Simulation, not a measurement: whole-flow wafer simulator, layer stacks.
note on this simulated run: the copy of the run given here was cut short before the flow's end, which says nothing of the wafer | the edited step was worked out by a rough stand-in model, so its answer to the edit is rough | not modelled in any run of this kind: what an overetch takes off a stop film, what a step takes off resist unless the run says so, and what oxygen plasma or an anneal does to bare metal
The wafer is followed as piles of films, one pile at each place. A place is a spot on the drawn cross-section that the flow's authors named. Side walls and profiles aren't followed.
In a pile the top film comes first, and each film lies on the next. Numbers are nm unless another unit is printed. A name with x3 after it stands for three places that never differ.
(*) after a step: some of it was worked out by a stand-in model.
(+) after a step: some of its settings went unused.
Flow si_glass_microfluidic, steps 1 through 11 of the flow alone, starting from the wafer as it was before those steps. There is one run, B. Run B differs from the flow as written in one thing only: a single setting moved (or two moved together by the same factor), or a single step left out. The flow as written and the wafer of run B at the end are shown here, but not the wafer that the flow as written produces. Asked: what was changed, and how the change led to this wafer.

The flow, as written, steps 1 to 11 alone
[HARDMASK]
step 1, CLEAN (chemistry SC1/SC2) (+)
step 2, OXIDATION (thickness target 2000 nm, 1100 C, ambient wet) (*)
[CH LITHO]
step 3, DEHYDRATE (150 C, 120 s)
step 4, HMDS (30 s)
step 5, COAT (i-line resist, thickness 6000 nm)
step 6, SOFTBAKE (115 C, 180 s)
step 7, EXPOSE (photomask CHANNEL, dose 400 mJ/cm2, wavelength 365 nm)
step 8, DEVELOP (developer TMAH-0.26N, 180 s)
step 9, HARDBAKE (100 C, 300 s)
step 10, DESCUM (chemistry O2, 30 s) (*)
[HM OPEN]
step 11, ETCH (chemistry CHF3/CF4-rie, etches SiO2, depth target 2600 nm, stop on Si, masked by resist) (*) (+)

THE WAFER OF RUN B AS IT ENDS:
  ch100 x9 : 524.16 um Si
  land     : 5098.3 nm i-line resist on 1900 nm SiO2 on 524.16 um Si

The reason: step 2, OXIDATION: thickness target 1900 nm was run, while the flow as written has thickness target 2000 nm.
The wafer itself shows it: land has SiO2 1900, and step 2 as written asks for 2000 nm.

How this came from the change, step by step:
  step 2, OXIDATION (thickness target 2000 nm, 1100 C, ambient wet) (*)
      land, ch100 x9: +1900 SiO2 (new film), -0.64 chemical SiO2 (all of it), -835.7 Si (as written it would have been: +2000 SiO2 (new film), -0.64 chemical SiO2 (all of it), -879.7 Si)
  step 11, ETCH (chemistry CHF3/CF4-rie, etches SiO2, depth target 2600 nm, stop on Si, masked by resist) (*) (+)
      ch100 x9: -1900 SiO2 (all of it) (as written it would have been: -2000 SiO2 (all of it))
